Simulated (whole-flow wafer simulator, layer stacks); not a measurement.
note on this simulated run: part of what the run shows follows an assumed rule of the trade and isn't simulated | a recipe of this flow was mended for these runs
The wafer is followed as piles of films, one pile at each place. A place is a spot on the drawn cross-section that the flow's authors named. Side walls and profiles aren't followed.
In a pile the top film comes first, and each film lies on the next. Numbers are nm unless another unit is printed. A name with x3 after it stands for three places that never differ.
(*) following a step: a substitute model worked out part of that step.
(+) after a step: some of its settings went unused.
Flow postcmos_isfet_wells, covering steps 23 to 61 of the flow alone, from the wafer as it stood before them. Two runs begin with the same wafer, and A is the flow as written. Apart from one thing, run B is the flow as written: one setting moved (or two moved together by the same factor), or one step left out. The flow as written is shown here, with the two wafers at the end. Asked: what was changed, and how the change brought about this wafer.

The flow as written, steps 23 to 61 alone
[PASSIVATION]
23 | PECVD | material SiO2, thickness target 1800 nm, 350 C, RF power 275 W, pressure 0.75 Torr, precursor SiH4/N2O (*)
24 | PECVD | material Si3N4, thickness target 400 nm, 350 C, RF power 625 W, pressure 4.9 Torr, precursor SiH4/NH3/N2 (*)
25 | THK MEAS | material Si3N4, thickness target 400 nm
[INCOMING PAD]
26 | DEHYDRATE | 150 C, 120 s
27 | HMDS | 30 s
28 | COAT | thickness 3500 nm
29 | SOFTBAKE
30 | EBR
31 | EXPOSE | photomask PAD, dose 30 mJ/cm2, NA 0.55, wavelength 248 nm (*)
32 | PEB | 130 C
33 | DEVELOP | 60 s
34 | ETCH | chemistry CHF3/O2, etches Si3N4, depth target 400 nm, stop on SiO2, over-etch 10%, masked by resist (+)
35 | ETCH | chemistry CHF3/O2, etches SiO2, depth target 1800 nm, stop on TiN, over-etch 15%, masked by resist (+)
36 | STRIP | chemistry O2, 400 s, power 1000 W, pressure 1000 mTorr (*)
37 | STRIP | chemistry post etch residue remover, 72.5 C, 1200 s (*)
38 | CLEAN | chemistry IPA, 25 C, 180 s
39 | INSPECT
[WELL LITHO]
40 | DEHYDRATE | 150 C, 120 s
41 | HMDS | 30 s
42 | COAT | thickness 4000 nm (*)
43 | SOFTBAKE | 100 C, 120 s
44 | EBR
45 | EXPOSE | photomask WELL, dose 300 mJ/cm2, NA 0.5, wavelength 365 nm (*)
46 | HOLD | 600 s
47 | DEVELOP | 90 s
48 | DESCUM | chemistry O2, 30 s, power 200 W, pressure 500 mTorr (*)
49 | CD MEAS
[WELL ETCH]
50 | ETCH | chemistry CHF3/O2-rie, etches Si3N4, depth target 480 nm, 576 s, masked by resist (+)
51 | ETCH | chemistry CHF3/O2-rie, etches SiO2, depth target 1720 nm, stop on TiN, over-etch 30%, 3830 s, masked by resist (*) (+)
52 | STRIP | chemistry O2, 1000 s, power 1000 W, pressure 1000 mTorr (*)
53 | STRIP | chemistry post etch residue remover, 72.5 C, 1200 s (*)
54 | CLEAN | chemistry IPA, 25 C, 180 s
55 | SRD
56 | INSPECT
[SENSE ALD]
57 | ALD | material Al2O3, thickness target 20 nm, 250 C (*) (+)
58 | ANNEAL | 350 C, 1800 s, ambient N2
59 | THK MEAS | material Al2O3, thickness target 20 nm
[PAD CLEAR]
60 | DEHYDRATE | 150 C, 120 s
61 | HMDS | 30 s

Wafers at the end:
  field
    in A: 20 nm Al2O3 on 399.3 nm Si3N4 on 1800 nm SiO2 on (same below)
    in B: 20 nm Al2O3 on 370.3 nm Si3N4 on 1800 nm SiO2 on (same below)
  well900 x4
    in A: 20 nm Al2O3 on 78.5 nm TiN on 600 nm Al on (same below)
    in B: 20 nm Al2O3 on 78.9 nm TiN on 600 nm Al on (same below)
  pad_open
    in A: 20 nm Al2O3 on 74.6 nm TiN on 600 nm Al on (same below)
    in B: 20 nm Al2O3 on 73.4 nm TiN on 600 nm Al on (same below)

What caused this: step 24, PECVD: thickness target 371 nm was run, though the flow has thickness target 400 nm.

The path from the change to this, step by step:
  24 | PECVD | material Si3N4, thickness target 400 nm, 350 C, RF power 625 W, pressure 4.9 Torr, precursor SiH4/NH3/N2 (*)
      field, margin x2, well900 x4, pad_clr, pad_open: A +400 Si3N4 (new film) | B +371 Si3N4 (new film)
  34 | ETCH | chemistry CHF3/O2, etches Si3N4, depth target 400 nm, stop on SiO2, over-etch 10%, masked by resist (+)
      field, margin x2, well900 x4, pad_clr: A -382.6 thick-KrF-resist | B -354.9 thick-KrF-resist
      pad_open: A -400 Si3N4 (all of it), -20 SiO2 | B -371 Si3N4 (all of it), -34.5 SiO2
  35 | ETCH | chemistry CHF3/O2, etches SiO2, depth target 1800 nm, stop on TiN, over-etch 15%, masked by resist (+)
      pad_open: A -1780 SiO2 (all of it), -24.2 TiN | B -1765.5 SiO2 (all of it), -25.4 TiN
  36 | STRIP | chemistry O2, 400 s, power 1000 W, pressure 1000 mTorr (*)
      field, margin x2, well900 x4, pad_clr: A -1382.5 thick-KrF-resist (all of it) | B -1424.2 thick-KrF-resist (all of it)
  50 | ETCH | chemistry CHF3/O2-rie, etches Si3N4, depth target 480 nm, 576 s, masked by resist (+)
      well900 x4: A -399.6 Si3N4 (all of it), -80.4 SiO2 | B -370.6 Si3N4 (all of it), -109.4 SiO2
